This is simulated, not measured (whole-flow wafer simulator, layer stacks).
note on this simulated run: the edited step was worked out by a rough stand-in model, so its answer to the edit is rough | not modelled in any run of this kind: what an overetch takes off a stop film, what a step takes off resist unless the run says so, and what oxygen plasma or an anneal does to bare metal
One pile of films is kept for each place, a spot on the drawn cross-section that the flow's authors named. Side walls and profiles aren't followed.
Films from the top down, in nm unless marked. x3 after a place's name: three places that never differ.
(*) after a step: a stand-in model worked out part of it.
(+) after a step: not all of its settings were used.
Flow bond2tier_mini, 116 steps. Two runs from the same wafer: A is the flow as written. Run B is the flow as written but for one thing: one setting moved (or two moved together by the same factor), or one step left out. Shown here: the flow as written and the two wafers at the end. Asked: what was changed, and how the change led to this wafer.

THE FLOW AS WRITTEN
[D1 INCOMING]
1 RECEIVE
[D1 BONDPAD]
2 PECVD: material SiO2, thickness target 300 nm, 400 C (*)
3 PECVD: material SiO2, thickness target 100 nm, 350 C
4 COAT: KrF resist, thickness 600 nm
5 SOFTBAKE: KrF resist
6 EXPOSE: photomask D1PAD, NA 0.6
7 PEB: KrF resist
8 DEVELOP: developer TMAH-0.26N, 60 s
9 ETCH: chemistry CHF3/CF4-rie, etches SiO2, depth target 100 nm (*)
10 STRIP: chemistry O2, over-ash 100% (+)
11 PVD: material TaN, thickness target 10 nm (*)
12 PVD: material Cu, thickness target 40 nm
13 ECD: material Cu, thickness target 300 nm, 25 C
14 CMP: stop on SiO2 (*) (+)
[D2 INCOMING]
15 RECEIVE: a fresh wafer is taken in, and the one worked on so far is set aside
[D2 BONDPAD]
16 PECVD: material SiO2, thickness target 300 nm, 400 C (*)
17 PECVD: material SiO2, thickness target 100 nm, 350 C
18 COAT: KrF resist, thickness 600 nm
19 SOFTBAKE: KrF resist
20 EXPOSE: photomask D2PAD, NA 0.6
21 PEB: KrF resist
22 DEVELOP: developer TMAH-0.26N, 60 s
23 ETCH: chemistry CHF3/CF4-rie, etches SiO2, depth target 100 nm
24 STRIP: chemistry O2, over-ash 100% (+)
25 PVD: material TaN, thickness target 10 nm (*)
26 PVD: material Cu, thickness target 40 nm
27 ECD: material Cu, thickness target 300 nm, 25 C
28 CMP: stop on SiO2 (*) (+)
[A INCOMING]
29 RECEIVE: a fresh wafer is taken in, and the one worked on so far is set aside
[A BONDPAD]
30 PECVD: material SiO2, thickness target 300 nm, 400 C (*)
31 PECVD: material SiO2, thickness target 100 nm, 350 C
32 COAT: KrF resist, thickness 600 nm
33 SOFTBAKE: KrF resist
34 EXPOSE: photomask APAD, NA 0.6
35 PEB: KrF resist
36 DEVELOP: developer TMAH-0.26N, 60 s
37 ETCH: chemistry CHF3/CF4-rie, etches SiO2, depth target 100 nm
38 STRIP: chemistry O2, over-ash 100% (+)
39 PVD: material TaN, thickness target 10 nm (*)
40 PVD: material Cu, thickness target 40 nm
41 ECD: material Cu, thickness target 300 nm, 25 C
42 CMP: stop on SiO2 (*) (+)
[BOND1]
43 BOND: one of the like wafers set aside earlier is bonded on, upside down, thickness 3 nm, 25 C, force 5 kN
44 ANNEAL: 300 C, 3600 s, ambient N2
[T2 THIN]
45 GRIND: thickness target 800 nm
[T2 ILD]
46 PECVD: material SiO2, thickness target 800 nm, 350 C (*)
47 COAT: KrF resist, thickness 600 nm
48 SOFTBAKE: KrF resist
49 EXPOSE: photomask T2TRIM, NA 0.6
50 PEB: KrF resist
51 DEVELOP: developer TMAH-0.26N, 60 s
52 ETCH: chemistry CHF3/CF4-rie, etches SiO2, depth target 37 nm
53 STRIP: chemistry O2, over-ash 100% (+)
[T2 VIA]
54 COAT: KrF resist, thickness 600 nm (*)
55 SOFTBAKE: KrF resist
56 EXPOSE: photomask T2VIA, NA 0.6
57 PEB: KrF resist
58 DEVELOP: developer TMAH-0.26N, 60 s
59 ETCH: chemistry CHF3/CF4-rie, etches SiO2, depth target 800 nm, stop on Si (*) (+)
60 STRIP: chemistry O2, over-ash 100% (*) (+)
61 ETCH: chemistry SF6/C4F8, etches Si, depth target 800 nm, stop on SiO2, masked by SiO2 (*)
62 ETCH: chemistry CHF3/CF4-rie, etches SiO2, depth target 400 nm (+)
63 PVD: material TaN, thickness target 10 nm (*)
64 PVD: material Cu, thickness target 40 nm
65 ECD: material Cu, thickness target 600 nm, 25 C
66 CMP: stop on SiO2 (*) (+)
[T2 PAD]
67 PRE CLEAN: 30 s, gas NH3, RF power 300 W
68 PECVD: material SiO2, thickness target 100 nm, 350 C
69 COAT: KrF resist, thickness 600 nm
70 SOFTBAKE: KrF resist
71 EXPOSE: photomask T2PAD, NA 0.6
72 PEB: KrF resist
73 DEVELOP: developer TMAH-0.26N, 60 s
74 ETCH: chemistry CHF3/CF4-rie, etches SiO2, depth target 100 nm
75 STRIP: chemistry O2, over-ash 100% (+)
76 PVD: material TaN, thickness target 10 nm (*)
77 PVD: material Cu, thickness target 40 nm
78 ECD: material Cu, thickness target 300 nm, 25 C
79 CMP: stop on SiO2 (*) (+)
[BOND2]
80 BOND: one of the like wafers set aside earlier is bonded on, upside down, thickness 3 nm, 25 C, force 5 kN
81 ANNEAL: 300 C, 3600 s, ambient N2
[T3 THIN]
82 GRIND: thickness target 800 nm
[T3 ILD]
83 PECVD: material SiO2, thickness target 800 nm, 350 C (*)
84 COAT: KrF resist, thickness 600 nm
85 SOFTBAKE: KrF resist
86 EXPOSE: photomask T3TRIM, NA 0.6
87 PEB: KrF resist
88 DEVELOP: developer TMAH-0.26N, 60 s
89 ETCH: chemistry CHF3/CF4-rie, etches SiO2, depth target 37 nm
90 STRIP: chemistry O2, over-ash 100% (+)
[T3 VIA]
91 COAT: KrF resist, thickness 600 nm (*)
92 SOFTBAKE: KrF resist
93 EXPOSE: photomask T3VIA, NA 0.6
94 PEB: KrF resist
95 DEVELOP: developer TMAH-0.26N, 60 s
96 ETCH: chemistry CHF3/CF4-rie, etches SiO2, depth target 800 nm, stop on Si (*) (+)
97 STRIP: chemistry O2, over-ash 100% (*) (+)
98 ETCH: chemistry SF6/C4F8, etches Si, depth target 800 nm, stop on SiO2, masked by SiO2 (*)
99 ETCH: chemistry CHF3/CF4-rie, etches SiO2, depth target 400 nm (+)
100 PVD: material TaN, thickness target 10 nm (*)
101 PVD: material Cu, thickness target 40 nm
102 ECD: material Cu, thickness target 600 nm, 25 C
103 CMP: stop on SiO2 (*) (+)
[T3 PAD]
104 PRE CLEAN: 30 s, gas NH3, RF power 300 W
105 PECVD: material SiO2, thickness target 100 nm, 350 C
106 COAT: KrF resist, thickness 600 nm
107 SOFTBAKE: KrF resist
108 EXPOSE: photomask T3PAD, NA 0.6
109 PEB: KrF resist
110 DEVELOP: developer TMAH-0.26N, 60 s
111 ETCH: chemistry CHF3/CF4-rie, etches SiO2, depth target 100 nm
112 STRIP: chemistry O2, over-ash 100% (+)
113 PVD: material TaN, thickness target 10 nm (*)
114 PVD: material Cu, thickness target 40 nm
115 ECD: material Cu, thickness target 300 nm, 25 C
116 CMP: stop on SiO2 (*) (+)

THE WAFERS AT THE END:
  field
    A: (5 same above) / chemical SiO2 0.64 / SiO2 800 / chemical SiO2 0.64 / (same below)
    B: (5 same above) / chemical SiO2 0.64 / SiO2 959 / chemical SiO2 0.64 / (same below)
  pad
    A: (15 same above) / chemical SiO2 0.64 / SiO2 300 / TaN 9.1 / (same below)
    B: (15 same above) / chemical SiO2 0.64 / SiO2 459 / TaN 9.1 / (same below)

The cause: step 2, PECVD: thickness target 459 nm was run, where the flow has thickness target 300 nm.
It can be read off the wafer: pad has SiO2 459, and step 2 as written asks for 300 nm.

How the change led to this, step by step:
  2 PECVD: material SiO2, thickness target 300 nm, 400 C (*)
      field, pad, via: A SiO2 +300 (new film) | B SiO2 +459 (new film)
  43 BOND: one of the like wafers set aside earlier is bonded on, upside down, thickness 3 nm, 25 C, force 5 kN
      field: A Si +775 um (new film), chemical SiO2 +0.64 (new film), SiO2 +400 | B Si +775 um (new film), chemical SiO2 +0.64 (new film), SiO2 +559
      pad: A Si +775 um (new film), chemical SiO2 +0.64 (new film), SiO2 +300 (new film), TaN +9.1 (new film), Cu +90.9 | B Si +775 um (new film), chemical SiO2 +0.64 (new film), SiO2 +459 (new film), TaN +9.1 (new film), Cu +90.9
      (and at 1 more place)
